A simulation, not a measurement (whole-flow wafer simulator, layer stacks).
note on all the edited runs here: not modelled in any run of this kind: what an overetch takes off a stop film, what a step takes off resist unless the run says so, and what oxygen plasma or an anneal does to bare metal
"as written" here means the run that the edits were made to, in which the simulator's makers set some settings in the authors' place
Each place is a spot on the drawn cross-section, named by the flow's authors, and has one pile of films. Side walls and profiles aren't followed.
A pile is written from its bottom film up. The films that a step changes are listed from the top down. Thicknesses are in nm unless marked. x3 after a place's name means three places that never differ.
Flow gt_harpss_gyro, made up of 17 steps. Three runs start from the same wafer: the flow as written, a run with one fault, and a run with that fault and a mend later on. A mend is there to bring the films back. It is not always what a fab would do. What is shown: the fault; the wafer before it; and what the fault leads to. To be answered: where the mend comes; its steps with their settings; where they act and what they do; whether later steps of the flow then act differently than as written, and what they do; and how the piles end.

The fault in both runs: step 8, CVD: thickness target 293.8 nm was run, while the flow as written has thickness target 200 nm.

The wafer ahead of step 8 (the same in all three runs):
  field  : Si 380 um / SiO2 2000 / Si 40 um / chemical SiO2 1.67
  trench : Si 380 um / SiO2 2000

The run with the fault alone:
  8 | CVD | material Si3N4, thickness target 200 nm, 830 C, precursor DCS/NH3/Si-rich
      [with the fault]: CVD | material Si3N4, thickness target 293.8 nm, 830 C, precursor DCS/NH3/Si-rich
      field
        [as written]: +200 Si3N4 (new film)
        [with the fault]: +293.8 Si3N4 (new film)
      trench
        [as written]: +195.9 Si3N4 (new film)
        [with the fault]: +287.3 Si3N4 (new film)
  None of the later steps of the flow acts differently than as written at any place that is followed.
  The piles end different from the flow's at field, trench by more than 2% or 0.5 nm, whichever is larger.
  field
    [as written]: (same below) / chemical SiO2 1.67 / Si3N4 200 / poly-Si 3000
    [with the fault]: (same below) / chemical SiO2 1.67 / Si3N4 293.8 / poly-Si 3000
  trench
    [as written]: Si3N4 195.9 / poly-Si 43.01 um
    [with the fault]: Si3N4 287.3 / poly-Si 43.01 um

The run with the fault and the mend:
  After step 8 comes the mend.
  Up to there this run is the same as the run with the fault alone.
  8a | ETCH | chemistry h3po4, depth target 337.6 nm
      field
        -293.8 Si3N4 (all of it)
      trench
        -287.3 Si3N4 (all of it)
  8b | CLEAN | chemistry SPM (the flow's step 1, run once more)
      does not change any film at any place that is followed
  8c | CVD | material Si3N4, thickness target 200 nm, 830 C, precursor DCS/NH3/Si-rich (the flow's step 8, run once more)
      field
        +200 Si3N4 (new film)
      trench
        +195.9 Si3N4 (new film)
  None of the later steps of the flow acts differently than as written at any place that is followed.
  By the end, the piles equal the flow's at every place that both follow.
